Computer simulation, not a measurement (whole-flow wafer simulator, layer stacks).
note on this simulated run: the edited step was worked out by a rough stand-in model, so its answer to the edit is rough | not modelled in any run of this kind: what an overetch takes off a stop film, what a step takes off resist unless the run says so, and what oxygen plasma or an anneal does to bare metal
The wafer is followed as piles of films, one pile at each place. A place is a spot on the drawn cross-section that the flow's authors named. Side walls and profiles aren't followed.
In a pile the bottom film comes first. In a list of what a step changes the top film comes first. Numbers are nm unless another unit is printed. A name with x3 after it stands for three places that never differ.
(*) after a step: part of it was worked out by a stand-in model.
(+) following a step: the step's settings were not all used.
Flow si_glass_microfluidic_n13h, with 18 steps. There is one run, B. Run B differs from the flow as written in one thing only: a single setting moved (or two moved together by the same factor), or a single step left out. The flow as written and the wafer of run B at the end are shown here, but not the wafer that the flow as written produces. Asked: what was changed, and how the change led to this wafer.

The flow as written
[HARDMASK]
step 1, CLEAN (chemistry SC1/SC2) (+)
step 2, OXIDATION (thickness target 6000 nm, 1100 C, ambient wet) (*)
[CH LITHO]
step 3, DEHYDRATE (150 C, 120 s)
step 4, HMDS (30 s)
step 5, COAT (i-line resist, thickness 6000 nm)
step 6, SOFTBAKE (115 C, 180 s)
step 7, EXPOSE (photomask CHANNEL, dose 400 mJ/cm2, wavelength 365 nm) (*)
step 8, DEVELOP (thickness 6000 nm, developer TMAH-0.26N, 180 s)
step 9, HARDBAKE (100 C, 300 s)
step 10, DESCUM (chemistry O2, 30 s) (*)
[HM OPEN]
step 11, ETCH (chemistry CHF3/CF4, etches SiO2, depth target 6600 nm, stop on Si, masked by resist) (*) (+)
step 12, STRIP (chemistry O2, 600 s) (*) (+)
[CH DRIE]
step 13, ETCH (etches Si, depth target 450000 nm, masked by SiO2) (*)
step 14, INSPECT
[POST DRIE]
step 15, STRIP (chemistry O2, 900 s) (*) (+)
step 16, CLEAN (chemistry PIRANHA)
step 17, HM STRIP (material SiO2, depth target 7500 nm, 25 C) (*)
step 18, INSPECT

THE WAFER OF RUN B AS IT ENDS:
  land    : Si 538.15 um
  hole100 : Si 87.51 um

Cause: step 2, OXIDATION: thickness target 4200 nm was run, whereas the flow has thickness target 6000 nm.

How this came from the change, step by step:
  step 2, OXIDATION (thickness target 6000 nm, 1100 C, ambient wet) (*)
      land, hole100: +4200 SiO2 (new film), -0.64 chemical SiO2 (all of it), -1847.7 Si (it would be, as written: +6000 SiO2 (new film), -0.64 chemical SiO2 (all of it), -2639.7 Si)
  step 11, ETCH (chemistry CHF3/CF4, etches SiO2, depth target 6600 nm, stop on Si, masked by resist) (*) (+)
      land: -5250 i-line resist (it would be, as written: -5500 i-line resist)
      hole100: -4200 SiO2 (all of it) (it would be, as written: -6000 SiO2 (all of it))
  step 12, STRIP (chemistry O2, 600 s) (*) (+)
      land: -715 i-line resist (all of it) (it would be, as written: -465 i-line resist (all of it))
  step 17, HM STRIP (material SiO2, depth target 7500 nm, 25 C) (*)
      land: -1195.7 SiO2 (all of it) (it would be, as written: -2995.7 SiO2 (all of it))
